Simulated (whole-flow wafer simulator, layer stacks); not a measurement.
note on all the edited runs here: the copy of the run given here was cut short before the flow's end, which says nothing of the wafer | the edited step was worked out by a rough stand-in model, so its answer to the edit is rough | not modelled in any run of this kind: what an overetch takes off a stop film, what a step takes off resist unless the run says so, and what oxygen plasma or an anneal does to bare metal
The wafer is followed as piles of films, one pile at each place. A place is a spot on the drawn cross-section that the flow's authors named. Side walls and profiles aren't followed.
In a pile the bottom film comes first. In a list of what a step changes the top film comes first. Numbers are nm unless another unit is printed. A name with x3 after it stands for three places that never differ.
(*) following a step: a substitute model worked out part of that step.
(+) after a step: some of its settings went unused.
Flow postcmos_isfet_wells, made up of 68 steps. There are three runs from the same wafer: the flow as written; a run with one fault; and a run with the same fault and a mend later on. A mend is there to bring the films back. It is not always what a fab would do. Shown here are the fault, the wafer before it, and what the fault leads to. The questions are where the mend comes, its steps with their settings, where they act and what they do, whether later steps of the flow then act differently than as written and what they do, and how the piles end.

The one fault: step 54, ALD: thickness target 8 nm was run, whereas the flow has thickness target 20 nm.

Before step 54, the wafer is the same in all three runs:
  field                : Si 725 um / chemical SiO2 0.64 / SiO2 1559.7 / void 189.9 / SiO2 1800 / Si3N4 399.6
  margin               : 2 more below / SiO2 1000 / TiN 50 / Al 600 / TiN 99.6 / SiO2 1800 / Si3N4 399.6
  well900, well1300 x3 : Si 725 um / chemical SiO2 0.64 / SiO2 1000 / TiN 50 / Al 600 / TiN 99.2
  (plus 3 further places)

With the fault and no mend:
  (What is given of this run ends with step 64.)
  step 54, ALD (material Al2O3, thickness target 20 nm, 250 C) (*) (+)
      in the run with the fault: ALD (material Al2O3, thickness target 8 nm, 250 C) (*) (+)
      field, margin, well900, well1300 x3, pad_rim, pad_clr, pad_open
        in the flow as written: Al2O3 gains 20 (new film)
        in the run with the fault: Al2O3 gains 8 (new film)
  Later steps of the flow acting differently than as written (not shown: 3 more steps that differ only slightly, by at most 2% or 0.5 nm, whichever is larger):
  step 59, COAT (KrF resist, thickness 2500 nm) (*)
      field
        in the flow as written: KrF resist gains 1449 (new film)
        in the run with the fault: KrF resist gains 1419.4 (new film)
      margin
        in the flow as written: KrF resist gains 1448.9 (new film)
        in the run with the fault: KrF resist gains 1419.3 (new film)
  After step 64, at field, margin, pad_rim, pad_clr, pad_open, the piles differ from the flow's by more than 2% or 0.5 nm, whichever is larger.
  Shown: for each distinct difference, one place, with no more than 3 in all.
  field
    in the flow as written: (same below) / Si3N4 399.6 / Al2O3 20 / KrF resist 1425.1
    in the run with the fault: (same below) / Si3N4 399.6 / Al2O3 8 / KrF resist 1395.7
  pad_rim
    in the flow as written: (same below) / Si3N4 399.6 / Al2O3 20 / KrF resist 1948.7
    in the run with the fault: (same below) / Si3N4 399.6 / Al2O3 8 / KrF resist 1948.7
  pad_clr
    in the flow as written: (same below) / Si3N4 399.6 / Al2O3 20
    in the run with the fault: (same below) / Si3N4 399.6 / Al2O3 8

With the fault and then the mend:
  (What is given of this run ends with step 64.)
  The mend follows step 54.
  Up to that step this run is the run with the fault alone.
  step 54a, ALD (material Al2O3, thickness target 12 nm, 250 C) (*) (+) (a further turn of the flow's step 54, with different settings)
      field, margin, well900, well1300 x3, pad_rim, pad_clr, pad_open
        Al2O3 gains 12
  None of the later steps of the flow up to step 64 acts differently than as written at any place that is followed.
  Once step 64 is done, the piles equal the flow's at every place that both follow.
